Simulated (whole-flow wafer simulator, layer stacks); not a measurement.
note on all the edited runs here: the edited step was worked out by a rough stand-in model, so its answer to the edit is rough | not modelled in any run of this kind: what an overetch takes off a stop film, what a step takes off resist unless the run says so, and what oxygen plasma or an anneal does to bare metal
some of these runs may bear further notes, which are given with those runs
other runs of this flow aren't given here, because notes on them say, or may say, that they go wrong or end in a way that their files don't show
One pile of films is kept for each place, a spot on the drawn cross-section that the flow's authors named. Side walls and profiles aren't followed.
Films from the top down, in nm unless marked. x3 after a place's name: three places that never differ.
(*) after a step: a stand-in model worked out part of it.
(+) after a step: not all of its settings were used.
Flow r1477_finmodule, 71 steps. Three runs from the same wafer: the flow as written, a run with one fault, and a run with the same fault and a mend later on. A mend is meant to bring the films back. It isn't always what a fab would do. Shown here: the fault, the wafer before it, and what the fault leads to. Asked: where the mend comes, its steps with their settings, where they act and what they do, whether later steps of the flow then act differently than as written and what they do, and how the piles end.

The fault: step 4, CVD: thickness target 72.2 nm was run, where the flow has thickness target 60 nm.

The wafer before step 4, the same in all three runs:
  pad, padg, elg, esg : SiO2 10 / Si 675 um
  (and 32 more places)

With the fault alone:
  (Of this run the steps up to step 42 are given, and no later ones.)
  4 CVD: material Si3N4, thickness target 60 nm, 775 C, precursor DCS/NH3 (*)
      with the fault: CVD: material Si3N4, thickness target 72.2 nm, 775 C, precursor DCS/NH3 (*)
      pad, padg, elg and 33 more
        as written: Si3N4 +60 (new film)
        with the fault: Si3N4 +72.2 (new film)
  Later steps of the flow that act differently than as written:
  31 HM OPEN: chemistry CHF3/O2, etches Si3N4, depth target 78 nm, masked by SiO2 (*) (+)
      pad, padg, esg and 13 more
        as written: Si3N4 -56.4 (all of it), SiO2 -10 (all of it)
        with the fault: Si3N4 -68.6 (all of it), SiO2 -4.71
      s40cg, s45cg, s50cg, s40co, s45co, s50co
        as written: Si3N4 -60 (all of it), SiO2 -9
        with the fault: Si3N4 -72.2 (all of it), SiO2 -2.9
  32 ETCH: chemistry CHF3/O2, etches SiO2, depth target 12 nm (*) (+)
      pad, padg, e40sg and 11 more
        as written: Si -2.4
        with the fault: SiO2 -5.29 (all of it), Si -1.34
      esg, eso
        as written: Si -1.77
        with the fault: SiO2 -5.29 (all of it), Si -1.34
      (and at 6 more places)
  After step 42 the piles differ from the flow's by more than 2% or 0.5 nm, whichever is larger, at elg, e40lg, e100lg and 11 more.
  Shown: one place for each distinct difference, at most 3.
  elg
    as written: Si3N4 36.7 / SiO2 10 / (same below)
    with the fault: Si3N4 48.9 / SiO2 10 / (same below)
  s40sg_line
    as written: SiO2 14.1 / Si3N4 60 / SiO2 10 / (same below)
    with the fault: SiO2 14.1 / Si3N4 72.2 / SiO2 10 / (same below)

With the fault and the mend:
  The mend comes after step 5.
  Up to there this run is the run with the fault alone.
  5a ETCH: chemistry h3po4, depth target 83.03 nm
      pad, padg, elg and 33 more
        Si3N4 -72.2 (all of it)
  5b CLEAN: chemistry SC1/SC2 (the flow's step 2 once more)
      changes no film at any place that is followed
  5c CVD: material Si3N4, thickness target 60 nm, 775 C, precursor DCS/NH3 (*) (the flow's step 4 once more)
      pad, padg, elg and 33 more
        Si3N4 +60 (new film)
  No later step of the flow acts differently than as written at any place that is followed.
  At the end the piles are the same as the flow's at every place that both follow.
